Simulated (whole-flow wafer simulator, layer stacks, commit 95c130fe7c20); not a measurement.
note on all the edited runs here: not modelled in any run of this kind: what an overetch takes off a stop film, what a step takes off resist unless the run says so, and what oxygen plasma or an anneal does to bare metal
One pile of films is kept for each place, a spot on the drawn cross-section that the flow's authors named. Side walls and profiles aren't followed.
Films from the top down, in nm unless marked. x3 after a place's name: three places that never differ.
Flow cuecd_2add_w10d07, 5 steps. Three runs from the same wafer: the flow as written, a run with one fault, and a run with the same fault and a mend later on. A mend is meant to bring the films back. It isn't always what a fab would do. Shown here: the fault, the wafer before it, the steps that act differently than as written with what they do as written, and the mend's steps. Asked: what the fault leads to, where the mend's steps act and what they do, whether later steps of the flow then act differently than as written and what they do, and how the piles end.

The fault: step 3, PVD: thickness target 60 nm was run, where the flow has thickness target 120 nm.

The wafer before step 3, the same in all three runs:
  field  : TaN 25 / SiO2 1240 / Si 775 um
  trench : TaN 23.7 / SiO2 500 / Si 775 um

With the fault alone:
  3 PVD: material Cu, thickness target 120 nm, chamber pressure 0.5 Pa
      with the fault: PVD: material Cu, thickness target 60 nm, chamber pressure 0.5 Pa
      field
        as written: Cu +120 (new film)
        with the fault: Cu +60 (new film)
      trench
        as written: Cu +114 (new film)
        with the fault: Cu +56.9 (new film)
  No later step of the flow acts differently than as written at any place that is followed.
  At the end the piles differ from the flow's by more than 2% or 0.5 nm, whichever is larger, at field, trench.
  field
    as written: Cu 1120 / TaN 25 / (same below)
    with the fault: Cu 1060 / TaN 25 / (same below)
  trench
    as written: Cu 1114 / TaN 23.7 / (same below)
    with the fault: Cu 1056.9 / TaN 23.7 / (same below)

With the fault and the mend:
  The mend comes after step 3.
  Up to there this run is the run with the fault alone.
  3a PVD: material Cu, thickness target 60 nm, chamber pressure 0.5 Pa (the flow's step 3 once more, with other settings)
      field
        Cu +60
      trench
        Cu +56.9
  No later step of the flow acts differently than as written at any place that is followed.
  At the end the piles differ from the flow's only slightly at the places that both follow, by at most 2% or 0.5 nm, whichever is larger.
